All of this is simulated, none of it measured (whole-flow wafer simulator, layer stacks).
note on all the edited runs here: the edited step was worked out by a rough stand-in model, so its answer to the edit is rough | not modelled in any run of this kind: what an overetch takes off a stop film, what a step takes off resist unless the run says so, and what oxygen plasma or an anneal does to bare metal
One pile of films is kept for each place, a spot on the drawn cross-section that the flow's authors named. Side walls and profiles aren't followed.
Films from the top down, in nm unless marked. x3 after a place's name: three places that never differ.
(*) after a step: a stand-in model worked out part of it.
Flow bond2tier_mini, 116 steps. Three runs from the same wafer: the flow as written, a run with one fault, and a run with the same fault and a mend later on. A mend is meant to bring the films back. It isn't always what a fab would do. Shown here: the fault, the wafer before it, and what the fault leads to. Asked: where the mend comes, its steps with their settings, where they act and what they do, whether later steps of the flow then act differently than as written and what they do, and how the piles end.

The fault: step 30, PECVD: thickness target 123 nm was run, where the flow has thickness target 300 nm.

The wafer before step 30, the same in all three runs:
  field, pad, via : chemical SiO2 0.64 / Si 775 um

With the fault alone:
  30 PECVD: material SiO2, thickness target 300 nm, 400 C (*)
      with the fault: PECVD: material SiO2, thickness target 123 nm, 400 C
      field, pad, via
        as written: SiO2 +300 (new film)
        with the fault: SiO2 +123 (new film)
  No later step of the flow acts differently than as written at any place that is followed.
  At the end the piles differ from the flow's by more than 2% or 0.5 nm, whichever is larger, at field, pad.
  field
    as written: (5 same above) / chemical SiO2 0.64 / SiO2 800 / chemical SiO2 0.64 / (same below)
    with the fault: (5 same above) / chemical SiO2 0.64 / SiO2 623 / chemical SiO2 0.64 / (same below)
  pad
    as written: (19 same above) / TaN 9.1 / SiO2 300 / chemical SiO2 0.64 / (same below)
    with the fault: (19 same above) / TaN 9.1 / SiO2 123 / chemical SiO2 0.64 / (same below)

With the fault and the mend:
  The mend comes after step 30.
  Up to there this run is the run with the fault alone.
  30a PECVD: material SiO2, thickness target 177 nm, 400 C (the flow's step 30 once more, with other settings)
      field, pad, via
        SiO2 +177
  No later step of the flow acts differently than as written at any place that is followed.
  At the end the piles are the same as the flow's at every place that both follow.
